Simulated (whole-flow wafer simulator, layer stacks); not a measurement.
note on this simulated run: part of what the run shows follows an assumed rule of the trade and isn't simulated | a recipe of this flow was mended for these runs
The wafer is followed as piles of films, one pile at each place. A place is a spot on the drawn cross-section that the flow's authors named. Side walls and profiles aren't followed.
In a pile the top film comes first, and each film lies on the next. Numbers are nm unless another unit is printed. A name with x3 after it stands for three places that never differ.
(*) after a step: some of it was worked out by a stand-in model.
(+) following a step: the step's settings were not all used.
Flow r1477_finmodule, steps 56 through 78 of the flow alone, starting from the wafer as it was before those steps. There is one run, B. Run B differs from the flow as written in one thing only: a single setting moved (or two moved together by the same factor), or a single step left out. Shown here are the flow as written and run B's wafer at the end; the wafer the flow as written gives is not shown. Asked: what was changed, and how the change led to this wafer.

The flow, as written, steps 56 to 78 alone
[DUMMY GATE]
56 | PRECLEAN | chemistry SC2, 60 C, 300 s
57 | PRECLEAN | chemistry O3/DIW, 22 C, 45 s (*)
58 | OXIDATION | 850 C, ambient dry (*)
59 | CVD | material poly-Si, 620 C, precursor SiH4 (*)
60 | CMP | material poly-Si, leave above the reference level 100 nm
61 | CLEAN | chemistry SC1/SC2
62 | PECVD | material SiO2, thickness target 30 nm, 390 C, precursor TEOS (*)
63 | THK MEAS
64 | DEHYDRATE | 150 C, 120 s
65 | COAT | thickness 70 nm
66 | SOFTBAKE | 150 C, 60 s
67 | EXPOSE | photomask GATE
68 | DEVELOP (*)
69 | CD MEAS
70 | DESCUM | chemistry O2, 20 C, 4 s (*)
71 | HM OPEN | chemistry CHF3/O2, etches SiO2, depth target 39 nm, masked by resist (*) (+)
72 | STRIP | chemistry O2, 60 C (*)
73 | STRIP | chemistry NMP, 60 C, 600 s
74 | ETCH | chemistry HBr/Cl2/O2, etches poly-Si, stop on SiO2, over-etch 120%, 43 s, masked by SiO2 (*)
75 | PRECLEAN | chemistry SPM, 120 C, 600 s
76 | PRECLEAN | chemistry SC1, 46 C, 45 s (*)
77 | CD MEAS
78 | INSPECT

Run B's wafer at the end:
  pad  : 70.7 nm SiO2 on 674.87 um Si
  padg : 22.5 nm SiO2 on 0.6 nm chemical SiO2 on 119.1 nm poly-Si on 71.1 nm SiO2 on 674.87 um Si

What caused this: step 59, CVD: 600 C was run, though the flow has 620 C.

The path from the change to this, step by step:
  59 | CVD | material poly-Si, 620 C, precursor SiH4 (*)
      esg x6, s40cg x3, eso x6, s40co x3: poly-Si gains 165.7 (new film) (as written it would have been: poly-Si gains 226.3 (new film))
      pad, padg, elg x7, elo x7: poly-Si gains 119.3 (new film) (as written it would have been: poly-Si gains 180 (new film))
      (also at 2 further places)
  60 | CMP | material poly-Si, leave above the reference level 100 nm
      pad, padg: nothing (as written it would have been: poly-Si loses 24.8)
      elg x7, esg x6, s40cg x3, elo x7, eso x6, s40co x3: poly-Si loses 19.3 (as written it would have been: poly-Si loses 80)
      (also at 2 further places)
  74 | ETCH | chemistry HBr/Cl2/O2, etches poly-Si, stop on SiO2, over-etch 120%, 43 s, masked by SiO2 (*)
      pad: chemical SiO2 loses 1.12 (all of it), poly-Si loses 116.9 (all of it), SiO2 loses 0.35 (as written it would have been: chemical SiO2 loses 1.12 (all of it), poly-Si loses 152.8 (all of it), SiO2 loses 0.17)
